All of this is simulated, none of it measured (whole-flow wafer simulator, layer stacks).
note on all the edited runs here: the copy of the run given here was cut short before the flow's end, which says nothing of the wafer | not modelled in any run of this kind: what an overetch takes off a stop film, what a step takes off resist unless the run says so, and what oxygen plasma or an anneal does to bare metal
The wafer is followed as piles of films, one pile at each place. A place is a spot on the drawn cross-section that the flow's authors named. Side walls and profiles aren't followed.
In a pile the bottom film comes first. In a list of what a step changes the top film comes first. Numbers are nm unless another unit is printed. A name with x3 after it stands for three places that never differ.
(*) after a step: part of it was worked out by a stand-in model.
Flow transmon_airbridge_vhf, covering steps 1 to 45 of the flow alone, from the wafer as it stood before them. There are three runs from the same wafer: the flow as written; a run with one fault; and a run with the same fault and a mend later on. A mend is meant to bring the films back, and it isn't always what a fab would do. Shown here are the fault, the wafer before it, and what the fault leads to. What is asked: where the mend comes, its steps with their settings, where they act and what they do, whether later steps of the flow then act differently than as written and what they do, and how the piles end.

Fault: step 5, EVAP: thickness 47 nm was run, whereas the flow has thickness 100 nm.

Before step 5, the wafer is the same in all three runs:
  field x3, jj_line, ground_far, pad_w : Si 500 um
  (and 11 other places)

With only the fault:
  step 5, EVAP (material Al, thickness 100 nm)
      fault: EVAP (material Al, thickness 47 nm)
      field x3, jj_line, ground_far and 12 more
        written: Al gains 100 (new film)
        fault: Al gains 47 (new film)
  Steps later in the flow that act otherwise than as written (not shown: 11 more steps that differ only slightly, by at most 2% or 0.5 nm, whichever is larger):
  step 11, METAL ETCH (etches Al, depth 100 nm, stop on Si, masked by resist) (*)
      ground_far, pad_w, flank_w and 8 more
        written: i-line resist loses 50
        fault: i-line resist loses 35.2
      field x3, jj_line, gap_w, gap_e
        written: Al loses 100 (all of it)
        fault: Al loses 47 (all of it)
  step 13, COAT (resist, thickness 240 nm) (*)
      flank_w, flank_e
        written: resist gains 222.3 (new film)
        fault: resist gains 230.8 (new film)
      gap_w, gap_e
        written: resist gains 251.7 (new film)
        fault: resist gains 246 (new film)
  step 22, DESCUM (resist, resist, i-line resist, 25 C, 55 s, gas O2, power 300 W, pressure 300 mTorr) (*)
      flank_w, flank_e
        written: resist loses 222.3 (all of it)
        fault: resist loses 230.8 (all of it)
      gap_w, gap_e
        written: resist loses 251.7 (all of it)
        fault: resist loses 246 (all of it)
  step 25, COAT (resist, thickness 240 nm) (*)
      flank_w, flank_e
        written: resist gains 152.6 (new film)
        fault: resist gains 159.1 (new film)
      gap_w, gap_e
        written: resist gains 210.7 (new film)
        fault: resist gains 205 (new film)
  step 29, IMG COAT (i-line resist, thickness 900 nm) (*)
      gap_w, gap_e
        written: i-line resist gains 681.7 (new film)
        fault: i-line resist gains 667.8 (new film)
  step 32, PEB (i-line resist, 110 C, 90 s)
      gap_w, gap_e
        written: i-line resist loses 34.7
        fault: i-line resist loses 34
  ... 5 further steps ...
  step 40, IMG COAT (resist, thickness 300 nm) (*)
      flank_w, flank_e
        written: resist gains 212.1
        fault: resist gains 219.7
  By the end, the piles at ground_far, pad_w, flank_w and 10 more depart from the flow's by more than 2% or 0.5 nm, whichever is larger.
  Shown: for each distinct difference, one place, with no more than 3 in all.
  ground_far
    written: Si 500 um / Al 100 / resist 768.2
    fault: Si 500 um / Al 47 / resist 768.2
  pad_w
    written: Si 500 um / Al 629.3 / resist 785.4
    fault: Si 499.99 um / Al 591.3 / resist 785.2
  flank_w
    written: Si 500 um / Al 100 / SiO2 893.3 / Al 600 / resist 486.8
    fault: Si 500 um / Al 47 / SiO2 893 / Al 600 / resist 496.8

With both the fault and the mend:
  After step 5 comes the mend.
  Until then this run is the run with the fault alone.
  step 5a, EVAP (material Al, thickness 53 nm) (the flow's step 5 again, with other settings)
      field x3, jj_line, ground_far and 12 more
        Al gains 53
  Every later step of the flow that is run acts as written at every place that is followed.
  By the end, the piles equal the flow's at every place that both follow.
